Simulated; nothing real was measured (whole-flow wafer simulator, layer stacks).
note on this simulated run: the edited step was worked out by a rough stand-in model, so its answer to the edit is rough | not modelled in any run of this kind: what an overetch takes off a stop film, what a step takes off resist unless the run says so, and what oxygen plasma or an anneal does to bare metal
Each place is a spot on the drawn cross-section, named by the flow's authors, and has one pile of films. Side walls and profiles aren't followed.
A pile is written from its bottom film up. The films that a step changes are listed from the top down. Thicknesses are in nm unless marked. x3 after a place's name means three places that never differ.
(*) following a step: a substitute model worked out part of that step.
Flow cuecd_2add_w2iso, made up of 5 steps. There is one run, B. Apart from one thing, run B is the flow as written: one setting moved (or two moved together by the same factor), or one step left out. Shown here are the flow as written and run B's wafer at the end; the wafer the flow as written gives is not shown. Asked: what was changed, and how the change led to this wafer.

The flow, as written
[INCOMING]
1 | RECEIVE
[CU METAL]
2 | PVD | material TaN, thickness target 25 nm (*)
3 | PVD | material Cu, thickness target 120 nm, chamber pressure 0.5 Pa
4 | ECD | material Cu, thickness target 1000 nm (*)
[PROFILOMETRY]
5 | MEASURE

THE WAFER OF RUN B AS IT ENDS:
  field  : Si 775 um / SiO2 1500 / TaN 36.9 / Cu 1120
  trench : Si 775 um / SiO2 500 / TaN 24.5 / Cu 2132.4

Cause: step 2, PVD: thickness target 36.9 nm was run, while the flow as written has thickness target 25 nm.
The wafer lets one read it off: field has TaN 36.9, and step 2 as written asks for 25 nm.

How this came from the change, step by step:
  2 | PVD | material TaN, thickness target 25 nm (*)
      field: +36.9 TaN (new film) (in the flow as written it would be: +25 TaN (new film))
      trench: +24.5 TaN (new film) (in the flow as written it would be: +16.6 TaN (new film))
